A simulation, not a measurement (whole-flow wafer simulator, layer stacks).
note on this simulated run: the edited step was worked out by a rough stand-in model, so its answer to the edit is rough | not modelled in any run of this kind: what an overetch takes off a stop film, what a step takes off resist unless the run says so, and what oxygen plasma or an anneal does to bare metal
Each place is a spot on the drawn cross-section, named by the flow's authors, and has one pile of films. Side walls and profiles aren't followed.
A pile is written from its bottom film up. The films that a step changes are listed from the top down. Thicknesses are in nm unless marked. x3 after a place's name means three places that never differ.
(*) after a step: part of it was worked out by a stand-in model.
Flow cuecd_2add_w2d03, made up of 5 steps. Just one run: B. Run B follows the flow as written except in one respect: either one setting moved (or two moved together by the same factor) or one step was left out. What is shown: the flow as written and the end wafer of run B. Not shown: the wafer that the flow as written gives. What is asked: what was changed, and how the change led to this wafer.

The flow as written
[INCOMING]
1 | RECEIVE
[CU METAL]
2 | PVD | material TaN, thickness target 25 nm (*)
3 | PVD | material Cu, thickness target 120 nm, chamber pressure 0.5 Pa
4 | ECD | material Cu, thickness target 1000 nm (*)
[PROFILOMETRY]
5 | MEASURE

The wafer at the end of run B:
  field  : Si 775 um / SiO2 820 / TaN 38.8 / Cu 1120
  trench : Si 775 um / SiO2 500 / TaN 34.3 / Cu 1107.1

The reason: step 2, PVD: thickness target 38.8 nm was run, though the flow has thickness target 25 nm.
The wafer lets one read it off: field has TaN 38.8, and step 2 as written asks for 25 nm.

How this came from the change, step by step:
  2 | PVD | material TaN, thickness target 25 nm (*)
      field: +38.8 TaN (new film) (as written it would have been: +25 TaN (new film))
      trench: +34.3 TaN (new film) (as written it would have been: +22.1 TaN (new film))
